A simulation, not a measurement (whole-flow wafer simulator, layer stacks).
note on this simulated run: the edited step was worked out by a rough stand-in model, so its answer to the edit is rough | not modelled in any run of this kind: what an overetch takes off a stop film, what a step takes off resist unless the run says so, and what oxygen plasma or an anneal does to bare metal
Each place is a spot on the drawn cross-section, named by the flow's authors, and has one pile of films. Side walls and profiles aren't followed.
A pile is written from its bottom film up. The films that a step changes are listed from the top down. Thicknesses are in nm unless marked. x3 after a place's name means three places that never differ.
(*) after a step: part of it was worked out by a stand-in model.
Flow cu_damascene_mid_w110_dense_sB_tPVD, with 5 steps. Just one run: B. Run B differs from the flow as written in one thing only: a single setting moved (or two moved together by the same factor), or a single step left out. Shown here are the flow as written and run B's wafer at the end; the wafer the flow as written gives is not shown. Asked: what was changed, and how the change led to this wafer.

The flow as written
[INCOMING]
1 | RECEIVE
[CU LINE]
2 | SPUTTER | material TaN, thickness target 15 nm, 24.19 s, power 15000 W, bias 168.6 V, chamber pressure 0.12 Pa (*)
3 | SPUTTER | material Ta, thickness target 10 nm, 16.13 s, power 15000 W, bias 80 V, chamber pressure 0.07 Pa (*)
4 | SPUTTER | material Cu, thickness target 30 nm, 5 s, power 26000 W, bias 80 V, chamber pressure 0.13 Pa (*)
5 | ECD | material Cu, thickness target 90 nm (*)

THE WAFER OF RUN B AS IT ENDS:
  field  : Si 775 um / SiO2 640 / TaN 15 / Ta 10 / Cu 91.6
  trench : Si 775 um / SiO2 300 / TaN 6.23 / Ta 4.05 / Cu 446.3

What caused this: step 5, ECD: thickness target 61.6 nm was run, while the flow as written has thickness target 90 nm.

Step by step, how the change led to this:
  5 | ECD | material Cu, thickness target 90 nm (*)
      field: Cu gains 61.6 (it would be, as written: Cu gains 90)
      trench: Cu gains 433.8 (it would be, as written: Cu gains 462.2)
